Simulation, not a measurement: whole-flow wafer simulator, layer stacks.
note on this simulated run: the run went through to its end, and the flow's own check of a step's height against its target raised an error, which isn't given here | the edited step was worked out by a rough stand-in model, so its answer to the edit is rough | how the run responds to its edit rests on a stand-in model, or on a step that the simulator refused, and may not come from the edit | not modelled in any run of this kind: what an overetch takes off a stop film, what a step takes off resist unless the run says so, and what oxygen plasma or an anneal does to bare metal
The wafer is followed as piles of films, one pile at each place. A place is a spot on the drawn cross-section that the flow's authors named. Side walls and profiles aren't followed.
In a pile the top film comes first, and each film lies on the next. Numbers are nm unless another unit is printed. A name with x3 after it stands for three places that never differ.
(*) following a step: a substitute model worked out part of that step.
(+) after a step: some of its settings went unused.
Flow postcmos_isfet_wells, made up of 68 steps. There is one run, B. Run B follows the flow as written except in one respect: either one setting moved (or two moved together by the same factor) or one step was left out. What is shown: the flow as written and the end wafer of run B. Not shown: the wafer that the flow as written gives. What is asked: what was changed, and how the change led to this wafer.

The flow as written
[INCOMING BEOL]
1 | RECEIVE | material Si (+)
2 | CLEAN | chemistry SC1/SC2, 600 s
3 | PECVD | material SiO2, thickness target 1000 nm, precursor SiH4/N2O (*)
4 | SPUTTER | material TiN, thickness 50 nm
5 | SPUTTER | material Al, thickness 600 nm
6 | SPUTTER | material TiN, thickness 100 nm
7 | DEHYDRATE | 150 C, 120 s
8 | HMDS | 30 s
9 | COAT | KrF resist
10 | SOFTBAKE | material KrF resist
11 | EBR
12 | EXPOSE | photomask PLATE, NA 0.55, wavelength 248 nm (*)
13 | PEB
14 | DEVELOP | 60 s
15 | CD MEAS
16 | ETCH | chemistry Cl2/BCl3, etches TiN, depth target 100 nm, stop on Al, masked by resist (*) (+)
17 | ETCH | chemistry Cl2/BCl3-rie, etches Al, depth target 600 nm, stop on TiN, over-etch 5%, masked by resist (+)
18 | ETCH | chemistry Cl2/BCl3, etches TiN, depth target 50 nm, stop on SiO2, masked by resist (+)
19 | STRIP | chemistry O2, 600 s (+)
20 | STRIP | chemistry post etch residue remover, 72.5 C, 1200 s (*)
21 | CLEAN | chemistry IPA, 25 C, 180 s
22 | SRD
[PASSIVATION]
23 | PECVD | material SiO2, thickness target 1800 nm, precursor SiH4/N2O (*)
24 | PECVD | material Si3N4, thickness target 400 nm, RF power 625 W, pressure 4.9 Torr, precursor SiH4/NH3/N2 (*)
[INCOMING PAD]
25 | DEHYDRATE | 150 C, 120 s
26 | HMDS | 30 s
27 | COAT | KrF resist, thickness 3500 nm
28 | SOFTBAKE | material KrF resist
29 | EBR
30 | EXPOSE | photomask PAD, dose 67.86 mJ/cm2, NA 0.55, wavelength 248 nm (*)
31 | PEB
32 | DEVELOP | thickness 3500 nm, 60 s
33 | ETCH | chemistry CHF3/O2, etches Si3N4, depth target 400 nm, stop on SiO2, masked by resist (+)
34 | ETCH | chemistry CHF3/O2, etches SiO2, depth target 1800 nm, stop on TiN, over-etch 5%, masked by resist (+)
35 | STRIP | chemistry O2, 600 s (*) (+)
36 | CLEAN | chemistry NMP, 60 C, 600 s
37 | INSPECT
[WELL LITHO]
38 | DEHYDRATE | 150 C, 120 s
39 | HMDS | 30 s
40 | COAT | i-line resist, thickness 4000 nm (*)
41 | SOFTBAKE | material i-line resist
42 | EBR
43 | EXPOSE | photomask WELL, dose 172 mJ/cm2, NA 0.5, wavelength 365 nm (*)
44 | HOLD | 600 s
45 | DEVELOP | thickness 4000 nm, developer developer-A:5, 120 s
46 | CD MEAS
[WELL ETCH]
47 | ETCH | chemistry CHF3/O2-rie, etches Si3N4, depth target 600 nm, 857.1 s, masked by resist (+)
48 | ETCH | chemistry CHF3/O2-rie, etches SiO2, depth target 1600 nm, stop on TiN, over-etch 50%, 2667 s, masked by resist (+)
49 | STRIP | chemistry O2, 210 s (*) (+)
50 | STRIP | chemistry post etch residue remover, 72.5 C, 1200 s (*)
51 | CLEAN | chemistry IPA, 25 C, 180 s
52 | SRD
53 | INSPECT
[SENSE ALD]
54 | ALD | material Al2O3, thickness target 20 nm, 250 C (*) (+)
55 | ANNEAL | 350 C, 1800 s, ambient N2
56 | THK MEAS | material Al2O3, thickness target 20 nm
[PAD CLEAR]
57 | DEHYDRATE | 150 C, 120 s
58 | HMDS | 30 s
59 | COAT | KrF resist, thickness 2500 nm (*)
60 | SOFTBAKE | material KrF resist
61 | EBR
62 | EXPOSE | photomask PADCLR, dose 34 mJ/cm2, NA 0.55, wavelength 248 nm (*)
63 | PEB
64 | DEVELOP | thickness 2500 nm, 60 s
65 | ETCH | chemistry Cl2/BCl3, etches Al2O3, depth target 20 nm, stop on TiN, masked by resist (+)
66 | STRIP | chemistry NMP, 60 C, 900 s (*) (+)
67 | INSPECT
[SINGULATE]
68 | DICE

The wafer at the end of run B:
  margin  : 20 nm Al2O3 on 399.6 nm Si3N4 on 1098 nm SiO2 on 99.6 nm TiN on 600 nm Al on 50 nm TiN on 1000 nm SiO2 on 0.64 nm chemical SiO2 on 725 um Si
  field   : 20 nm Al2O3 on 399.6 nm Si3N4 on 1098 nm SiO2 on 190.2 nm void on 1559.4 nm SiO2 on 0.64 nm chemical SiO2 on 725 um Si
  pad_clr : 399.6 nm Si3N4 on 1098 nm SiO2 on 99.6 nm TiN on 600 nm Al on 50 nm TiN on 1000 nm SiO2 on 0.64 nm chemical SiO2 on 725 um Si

What caused this: step 23, PECVD: thickness target 1098 nm was run, whereas the flow has thickness target 1800 nm.
One can read it off the wafer: margin has SiO2 1098, and step 23 as written asks for 1800 nm.

Step by step, how the change led to this:
  23 | PECVD | material SiO2, thickness target 1800 nm, precursor SiH4/N2O (*)
      margin, well900, well1300 x3, pad_rim, pad_clr, pad_open: SiO2 gains 1098 (new film) (as written it would have been: SiO2 gains 1800 (new film))
      field: SiO2 gains 1098 (new film), void gains 190.2 (new film), SiO2 gains 559.4 (as written it would have been: SiO2 gains 1800 (new film), void gains 189.9 (new film), SiO2 gains 559.7)
  34 | ETCH | chemistry CHF3/O2, etches SiO2, depth target 1800 nm, stop on TiN, over-etch 5%, masked by resist (+)
      field, margin, well900, well1300 x3, pad_rim, pad_clr: KrF resist loses 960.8 (as written it would have been: KrF resist loses 1500)
      pad_open: SiO2 loses 1098 (all of it) (as written it would have been: SiO2 loses 1800 (all of it))
  35 | STRIP | chemistry O2, 600 s (*) (+)
      field, margin, well900, well1300 x3, pad_rim, pad_clr: KrF resist loses 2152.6 (all of it) (as written it would have been: KrF resist loses 1613.3 (all of it))
  40 | COAT | i-line resist, thickness 4000 nm (*)
      pad_clr: i-line resist gains 3480.3 (new film) (as written it would have been: i-line resist gains 3256.8 (new film))
      pad_open: i-line resist gains 4551.5 (new film) (as written it would have been: i-line resist gains 4804.7 (new film))
  41 | SOFTBAKE | material i-line resist
      pad_clr: i-line resist loses 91 (as written it would have been: i-line resist loses 156.7)
      pad_open: i-line resist gains 82.3 (as written it would have been: i-line resist gains 115.3)
  48 | ETCH | chemistry CHF3/O2-rie, etches SiO2, depth target 1600 nm, stop on TiN, over-etch 50%, 2667 s, masked by resist (+)
      well900, well1300 x3: SiO2 loses 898 (all of it) (as written it would have been: SiO2 loses 1600 (all of it))
  49 | STRIP | chemistry O2, 210 s (*) (+)
      pad_clr: i-line resist loses 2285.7 (all of it) (as written it would have been: i-line resist loses 1996.5 (all of it))
      pad_open: i-line resist loses 3530.1 (all of it) (as written it would have been: i-line resist loses 3816.3 (all of it))
  59 | COAT | KrF resist, thickness 2500 nm (*)
      field: KrF resist gains 1784.4 (new film) (as written it would have been: KrF resist gains 1449 (new film))
      margin: KrF resist gains 1784.3 (new film) (as written it would have been: KrF resist gains 1448.9 (new film))
      (as well as at 3 more places)
  60 | SOFTBAKE | material KrF resist
      pad_clr: KrF resist loses 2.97 (as written it would have been: KrF resist loses 3.77)
  63 | PEB
      field, margin: KrF resist loses 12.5 (as written it would have been: KrF resist loses 10.1)
      pad_rim: KrF resist loses 15.1 (as written it would have been: KrF resist loses 13.9)
      (as well as at 2 more places)
  64 | DEVELOP | thickness 2500 nm, 60 s
      pad_clr: KrF resist loses 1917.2 (all of it) (as written it would have been: KrF resist loses 1676 (all of it))
      pad_open: KrF resist loses 2866.4 (all of it) (as written it would have been: KrF resist loses 3045.1 (all of it))
  66 | STRIP | chemistry NMP, 60 C, 900 s (*) (+)
      field: KrF resist loses 1733.1 (all of it) (as written it would have been: KrF resist loses 1400.1 (all of it))
      margin: KrF resist loses 1733 (all of it) (as written it would have been: KrF resist loses 1400.1 (all of it))
      (as well as at 1 more place)
